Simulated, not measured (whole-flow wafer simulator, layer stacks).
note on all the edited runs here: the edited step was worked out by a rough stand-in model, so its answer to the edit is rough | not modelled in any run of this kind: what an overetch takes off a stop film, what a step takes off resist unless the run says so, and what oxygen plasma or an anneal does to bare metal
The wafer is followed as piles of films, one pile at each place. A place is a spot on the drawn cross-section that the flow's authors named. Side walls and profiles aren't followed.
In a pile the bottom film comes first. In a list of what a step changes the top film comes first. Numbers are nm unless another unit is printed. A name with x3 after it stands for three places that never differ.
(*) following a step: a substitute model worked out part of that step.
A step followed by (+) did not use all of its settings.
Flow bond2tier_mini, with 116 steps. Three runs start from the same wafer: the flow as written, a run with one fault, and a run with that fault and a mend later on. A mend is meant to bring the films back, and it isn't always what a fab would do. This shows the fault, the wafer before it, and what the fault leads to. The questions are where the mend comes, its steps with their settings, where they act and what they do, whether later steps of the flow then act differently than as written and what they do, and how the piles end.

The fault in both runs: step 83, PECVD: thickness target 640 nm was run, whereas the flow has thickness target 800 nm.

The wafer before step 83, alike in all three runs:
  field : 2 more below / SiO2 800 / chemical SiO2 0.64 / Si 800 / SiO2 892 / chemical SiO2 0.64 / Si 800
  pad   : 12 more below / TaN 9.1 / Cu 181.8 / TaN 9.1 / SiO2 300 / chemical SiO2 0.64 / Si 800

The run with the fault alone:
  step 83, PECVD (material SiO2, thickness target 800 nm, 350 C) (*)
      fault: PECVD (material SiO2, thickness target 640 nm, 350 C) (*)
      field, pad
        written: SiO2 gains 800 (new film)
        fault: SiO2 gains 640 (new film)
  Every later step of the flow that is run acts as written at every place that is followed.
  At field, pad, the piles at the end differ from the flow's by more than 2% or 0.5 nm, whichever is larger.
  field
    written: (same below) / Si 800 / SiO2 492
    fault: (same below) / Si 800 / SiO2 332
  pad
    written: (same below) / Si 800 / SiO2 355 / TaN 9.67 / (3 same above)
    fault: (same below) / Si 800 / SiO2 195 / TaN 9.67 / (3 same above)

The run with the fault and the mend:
  After step 88 comes the mend.
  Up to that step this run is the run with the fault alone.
  step 88a, STRIP (chemistry O2, over-ash 100%) (+)
      field
        KrF resist loses 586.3 (all of it)
  step 88b, PECVD (material SiO2, thickness target 160 nm, 350 C) (the flow's step 83 again, with other settings)
      field, pad
        SiO2 gains 160
  step 88c, COAT (KrF resist, thickness 600 nm) (the flow's step 84 again)
      field, pad
        KrF resist gains 600 (new film)
  step 88d, SOFTBAKE (KrF resist) (the flow's step 85 again)
      leaves every film unchanged at each place that is followed
  step 88e, EXPOSE (photomask T3TRIM, NA 0.6) (the flow's step 86 again)
      leaves every film unchanged at each place that is followed
  step 88f, PEB (KrF resist) (the flow's step 87 again)
      leaves every film unchanged at each place that is followed
  step 88g, DEVELOP (developer TMAH-0.26N, 60 s) (the flow's step 88 again)
      field
        KrF resist loses 13.7
      pad
        KrF resist loses 600 (all of it)
  Every later step of the flow that is run acts as written at every place that is followed.
  At every place that both follow, the piles at the end match the flow's.
